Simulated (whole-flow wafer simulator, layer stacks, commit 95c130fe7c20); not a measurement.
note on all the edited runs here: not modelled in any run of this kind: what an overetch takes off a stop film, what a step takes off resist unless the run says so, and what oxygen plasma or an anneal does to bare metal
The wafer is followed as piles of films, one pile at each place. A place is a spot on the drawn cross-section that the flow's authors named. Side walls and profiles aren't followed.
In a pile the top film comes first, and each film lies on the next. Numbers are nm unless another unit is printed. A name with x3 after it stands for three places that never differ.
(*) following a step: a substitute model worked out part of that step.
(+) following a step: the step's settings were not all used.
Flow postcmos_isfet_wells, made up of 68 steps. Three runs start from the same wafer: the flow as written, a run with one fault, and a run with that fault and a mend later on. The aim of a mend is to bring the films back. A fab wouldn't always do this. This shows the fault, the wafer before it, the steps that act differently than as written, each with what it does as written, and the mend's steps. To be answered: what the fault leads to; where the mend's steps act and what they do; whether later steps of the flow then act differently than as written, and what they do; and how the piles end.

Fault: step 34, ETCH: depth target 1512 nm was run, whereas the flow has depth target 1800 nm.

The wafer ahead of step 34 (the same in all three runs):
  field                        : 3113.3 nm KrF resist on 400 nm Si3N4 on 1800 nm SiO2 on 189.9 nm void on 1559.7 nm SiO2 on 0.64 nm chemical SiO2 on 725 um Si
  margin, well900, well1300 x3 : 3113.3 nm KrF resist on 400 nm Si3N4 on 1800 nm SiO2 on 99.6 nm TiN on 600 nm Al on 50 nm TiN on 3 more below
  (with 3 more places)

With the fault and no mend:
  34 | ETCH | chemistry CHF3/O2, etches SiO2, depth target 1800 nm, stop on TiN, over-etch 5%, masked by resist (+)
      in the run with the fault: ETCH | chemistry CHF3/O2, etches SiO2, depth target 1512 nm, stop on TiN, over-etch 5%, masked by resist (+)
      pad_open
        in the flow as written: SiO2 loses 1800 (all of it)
        in the run with the fault: SiO2 loses 1512
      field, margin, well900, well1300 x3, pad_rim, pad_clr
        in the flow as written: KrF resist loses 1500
        in the run with the fault: KrF resist loses 1260
  Steps later in the flow that act otherwise than as written (2 other steps are not shown; they differ only slightly, by no more than 2% or 0.5 nm, whichever is larger):
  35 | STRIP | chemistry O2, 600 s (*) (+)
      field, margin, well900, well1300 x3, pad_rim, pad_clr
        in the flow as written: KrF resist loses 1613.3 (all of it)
        in the run with the fault: KrF resist loses 1853.3 (all of it)
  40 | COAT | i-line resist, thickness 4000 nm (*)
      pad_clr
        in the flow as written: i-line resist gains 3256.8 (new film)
        in the run with the fault: i-line resist gains 3347.5 (new film)
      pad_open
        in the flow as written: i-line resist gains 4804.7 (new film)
        in the run with the fault: i-line resist gains 4700.9 (new film)
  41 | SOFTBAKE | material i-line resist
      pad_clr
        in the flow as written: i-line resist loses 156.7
        in the run with the fault: i-line resist loses 128.7
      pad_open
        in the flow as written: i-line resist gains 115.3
        in the run with the fault: i-line resist gains 102.5
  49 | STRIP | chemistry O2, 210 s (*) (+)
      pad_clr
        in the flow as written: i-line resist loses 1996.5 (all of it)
        in the run with the fault: i-line resist loses 2115.2 (all of it)
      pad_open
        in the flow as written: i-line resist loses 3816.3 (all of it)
        in the run with the fault: i-line resist loses 3699.7 (all of it)
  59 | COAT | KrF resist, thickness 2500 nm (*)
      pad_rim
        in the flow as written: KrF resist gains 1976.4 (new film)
        in the run with the fault: KrF resist gains 2042 (new film)
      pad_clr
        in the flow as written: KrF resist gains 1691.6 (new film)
        in the run with the fault: KrF resist gains 1788.6 (new film)
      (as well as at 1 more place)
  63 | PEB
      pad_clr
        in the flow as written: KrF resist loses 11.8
        in the run with the fault: KrF resist loses 12.5
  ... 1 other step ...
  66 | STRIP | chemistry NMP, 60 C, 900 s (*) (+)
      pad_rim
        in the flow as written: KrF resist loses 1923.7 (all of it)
        in the run with the fault: KrF resist loses 1988.7 (all of it)
  At pad_open, the piles at the end differ from the flow's by more than 2% or 0.5 nm, whichever is larger.
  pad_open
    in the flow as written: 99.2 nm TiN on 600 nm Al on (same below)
    in the run with the fault: 288 nm SiO2 on 99.6 nm TiN on 600 nm Al on (same below)

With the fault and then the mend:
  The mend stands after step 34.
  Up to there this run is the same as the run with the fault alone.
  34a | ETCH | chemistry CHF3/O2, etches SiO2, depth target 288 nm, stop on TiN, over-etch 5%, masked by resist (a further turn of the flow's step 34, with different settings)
      field, margin, well900, well1300 x3, pad_rim, pad_clr
        KrF resist loses 240
      pad_open
        SiO2 loses 288 (all of it)
  Every later step of the flow that is run acts as written at every place that is followed.
  At every place that both follow, the piles at the end match the flow's.
